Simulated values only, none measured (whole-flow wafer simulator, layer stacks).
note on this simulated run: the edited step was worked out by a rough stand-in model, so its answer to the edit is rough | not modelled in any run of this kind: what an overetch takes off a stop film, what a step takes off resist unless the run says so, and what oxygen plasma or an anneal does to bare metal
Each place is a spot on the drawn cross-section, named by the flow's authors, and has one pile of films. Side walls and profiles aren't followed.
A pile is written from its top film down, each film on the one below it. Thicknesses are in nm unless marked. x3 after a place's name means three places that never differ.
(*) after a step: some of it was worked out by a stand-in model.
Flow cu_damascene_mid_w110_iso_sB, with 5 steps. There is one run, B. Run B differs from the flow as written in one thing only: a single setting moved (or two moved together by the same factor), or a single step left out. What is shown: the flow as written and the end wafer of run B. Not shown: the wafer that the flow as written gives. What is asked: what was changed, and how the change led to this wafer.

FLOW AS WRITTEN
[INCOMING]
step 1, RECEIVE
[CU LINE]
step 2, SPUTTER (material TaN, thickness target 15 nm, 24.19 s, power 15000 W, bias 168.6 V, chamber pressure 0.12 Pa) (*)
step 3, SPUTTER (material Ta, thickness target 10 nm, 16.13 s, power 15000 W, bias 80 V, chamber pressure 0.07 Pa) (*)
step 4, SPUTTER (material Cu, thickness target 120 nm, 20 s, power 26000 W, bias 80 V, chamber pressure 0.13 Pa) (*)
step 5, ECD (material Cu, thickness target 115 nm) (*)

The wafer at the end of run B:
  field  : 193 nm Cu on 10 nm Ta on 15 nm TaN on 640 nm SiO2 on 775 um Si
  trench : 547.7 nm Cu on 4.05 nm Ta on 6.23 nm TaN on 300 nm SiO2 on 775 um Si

Cause: step 4, SPUTTER: thickness target 78 nm was run, while the flow as written has thickness target 120 nm; step 4, SPUTTER: 13 s was run, where the flow has 20 s.

The path from the change to this, step by step:
  step 4, SPUTTER (material Cu, thickness target 120 nm, 20 s, power 26000 W, bias 80 V, chamber pressure 0.13 Pa) (*)
      field: Cu gains 78 (new film) (as written it would have been: Cu gains 120 (new film))
      trench: Cu gains 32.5 (new film) (as written it would have been: Cu gains 49.9 (new film))
  step 5, ECD (material Cu, thickness target 115 nm) (*)
      trench: Cu gains 515.3 (as written it would have been: Cu gains 539.8)
